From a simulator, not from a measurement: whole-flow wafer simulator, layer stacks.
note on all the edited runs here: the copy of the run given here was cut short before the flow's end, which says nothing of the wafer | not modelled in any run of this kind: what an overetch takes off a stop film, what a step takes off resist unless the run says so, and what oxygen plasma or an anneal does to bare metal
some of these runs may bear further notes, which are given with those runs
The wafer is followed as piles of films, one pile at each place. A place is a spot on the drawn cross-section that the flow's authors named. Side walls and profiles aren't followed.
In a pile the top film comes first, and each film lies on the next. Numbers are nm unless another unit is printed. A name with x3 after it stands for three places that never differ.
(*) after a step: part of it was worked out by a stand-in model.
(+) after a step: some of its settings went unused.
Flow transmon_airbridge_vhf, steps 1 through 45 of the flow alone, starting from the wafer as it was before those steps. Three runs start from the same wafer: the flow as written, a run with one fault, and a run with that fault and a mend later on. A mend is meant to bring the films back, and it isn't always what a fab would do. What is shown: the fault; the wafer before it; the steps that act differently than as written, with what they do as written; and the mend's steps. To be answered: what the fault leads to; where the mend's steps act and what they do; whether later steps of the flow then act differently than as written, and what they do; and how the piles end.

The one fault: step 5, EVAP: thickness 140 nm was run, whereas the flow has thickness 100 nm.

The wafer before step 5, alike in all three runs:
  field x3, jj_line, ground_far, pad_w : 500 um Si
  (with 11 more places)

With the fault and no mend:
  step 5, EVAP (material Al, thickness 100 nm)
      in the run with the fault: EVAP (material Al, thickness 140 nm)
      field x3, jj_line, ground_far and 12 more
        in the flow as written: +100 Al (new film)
        in the run with the fault: +140 Al (new film)
  Steps later in the flow that act otherwise than as written:
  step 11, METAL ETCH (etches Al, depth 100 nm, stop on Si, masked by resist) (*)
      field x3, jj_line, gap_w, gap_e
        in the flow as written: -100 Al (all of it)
        in the run with the fault: -100 Al
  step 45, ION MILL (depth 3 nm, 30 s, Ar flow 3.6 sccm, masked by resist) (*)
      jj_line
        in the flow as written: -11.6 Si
        in the run with the fault: -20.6 Al
  By the end, the piles at field x3, jj_line, ground_far and 12 more depart from the flow's by more than 2% or 0.5 nm, whichever is larger.
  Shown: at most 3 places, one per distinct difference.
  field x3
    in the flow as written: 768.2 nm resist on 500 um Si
    in the run with the fault: 768.2 nm resist on 40 nm Al on 500 um Si
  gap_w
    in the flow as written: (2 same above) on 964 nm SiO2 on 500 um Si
    in the run with the fault: (2 same above) on 964 nm SiO2 on 40 nm Al on 500 um Si
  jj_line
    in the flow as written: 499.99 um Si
    in the run with the fault: 19.4 nm Al on 500 um Si

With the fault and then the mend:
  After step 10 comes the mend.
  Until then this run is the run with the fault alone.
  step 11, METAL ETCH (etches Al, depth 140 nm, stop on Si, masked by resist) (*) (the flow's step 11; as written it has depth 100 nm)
      ground_far, pad_w, flank_w and 8 more
        -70 i-line resist
      field x3, jj_line, gap_w, gap_e
        -140 Al (all of it)
  Steps later in the flow that act otherwise than as written (14 other steps are not shown; they differ only slightly, by no more than 2% or 0.5 nm, whichever is larger):
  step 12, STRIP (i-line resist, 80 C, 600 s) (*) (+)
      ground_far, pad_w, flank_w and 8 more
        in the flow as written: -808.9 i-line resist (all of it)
        in the run with the mend: -788.9 i-line resist (all of it)
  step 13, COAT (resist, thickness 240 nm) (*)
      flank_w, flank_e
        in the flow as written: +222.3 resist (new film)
        in the run with the mend: +216.4 resist (new film)
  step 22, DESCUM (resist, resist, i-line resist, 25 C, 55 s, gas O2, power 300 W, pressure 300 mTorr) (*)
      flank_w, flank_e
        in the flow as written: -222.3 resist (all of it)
        in the run with the mend: -216.4 resist (all of it)
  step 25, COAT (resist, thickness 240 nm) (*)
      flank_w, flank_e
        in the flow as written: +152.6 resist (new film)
        in the run with the mend: +147.9 resist (new film)
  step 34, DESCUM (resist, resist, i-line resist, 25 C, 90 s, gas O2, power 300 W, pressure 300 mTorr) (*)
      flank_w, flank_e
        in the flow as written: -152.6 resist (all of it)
        in the run with the mend: -147.9 resist (all of it)
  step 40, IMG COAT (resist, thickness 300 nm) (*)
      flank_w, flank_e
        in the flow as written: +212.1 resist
        in the run with the mend: +206.7 resist
  By the end, the piles at ground_far, pad_w, flank_w and 8 more depart from the flow's by more than 2% or 0.5 nm, whichever is larger.
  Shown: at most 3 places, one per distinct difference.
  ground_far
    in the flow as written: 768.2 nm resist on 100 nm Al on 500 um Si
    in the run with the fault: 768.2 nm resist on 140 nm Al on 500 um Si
    in the run with the mend: 768.2 nm resist on 140 nm Al on 500 um Si
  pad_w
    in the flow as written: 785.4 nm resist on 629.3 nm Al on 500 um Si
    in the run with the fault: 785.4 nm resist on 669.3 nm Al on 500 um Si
    in the run with the mend: 783.8 nm resist on 669.3 nm Al on 500 um Si
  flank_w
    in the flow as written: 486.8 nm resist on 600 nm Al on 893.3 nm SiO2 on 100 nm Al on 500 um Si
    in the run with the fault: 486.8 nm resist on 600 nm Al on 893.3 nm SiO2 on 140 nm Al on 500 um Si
    in the run with the mend: 477.3 nm resist on 600 nm Al on 893.6 nm SiO2 on 140 nm Al on 500 um Si
